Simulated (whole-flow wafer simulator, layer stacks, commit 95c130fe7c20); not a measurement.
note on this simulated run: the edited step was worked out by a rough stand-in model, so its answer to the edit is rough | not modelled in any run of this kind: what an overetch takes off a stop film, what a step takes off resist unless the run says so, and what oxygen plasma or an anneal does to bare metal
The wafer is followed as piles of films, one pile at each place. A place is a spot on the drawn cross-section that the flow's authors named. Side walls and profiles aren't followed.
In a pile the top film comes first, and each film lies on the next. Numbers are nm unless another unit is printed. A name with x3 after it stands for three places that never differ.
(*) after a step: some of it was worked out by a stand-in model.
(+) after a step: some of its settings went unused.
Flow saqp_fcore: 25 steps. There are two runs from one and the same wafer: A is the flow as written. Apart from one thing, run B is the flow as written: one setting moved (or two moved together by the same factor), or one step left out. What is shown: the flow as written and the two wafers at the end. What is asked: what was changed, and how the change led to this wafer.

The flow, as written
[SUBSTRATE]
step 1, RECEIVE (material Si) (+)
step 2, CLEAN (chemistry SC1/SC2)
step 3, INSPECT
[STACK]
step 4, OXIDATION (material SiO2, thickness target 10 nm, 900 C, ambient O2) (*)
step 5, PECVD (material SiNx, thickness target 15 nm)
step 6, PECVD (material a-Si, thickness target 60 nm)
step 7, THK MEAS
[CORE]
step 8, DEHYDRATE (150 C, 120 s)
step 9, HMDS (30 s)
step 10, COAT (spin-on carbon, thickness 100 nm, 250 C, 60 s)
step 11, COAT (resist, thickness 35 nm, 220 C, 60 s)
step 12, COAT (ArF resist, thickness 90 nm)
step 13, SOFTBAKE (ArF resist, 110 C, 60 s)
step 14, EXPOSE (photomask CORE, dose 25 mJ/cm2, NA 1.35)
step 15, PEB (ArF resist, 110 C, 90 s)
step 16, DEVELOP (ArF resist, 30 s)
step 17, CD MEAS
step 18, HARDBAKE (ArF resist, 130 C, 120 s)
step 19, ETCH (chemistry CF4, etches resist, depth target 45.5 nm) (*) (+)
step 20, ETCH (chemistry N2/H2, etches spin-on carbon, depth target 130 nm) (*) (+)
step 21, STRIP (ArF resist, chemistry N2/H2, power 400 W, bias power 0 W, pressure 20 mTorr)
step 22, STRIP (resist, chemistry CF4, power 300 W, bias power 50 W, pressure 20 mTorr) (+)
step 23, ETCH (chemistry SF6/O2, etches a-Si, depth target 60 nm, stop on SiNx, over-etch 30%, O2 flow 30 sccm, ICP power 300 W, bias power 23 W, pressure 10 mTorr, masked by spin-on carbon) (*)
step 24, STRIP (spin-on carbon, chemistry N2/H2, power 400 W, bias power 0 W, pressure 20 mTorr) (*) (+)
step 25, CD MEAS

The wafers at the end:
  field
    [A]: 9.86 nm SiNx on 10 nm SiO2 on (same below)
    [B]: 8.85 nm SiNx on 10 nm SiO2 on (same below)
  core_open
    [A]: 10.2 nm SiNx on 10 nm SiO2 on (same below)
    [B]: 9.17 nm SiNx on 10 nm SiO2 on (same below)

The reason: step 23, ETCH: over-etch 43.5% was run, while the flow as written has over-etch 30%.

The path from the change to this, step by step:
  step 23, ETCH (chemistry SF6/O2, etches a-Si, depth target 60 nm, stop on SiNx, over-etch 30%, O2 flow 30 sccm, ICP power 300 W, bias power 23 W, pressure 10 mTorr, masked by spin-on carbon) (*)
      field: A -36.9 a-Si (all of it), -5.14 SiNx | B -36.9 a-Si (all of it), -6.15 SiNx
      core_open: A -39.4 a-Si (all of it), -4.82 SiNx | B -39.4 a-Si (all of it), -5.83 SiNx
      (as well as at 1 more place)
